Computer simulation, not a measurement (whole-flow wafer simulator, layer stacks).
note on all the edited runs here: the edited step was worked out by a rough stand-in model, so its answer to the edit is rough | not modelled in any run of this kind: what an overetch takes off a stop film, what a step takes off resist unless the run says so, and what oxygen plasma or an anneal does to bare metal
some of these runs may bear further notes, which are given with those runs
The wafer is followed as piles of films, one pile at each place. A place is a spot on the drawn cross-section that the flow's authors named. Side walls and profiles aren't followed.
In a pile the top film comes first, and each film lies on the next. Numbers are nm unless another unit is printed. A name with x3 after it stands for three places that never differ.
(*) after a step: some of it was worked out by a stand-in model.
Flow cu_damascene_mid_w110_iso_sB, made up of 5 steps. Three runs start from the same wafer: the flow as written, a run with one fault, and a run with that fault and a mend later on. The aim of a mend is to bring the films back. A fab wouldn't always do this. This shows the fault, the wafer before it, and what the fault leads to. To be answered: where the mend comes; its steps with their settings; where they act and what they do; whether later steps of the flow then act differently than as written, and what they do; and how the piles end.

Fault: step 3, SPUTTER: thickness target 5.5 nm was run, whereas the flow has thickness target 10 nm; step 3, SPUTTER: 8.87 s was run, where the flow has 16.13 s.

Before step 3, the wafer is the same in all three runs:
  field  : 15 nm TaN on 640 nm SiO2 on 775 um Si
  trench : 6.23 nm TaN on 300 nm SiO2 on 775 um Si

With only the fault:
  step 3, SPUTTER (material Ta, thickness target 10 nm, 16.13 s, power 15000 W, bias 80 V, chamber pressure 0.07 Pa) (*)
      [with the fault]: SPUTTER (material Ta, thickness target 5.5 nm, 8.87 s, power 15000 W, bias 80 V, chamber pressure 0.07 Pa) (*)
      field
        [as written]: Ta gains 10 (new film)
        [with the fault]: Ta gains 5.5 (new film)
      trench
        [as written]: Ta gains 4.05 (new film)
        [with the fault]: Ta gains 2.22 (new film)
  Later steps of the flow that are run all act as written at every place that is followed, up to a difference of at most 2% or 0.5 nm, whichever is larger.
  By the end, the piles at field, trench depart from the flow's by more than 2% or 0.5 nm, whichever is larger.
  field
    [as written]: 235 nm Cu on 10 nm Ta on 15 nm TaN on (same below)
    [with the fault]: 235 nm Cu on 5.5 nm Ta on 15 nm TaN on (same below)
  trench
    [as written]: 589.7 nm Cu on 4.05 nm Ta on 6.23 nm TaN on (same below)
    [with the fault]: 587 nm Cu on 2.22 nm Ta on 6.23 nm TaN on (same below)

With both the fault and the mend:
  The mend stands after step 3.
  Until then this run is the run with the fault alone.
  step 3a, SPUTTER (material Ta, thickness target 4.5 nm, 7.258 s, power 15000 W, bias 80 V, chamber pressure 0.07 Pa) (*) (the flow's step 3, run once more with other settings)
      field
        Ta gains 4.5
      trench
        Ta gains 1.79
  Later steps of the flow that are run all act as written at every place that is followed.
  When the end is reached, the piles differ only a little from the flow's at the places that both follow, at most by 2% or 0.5 nm, whichever is larger.
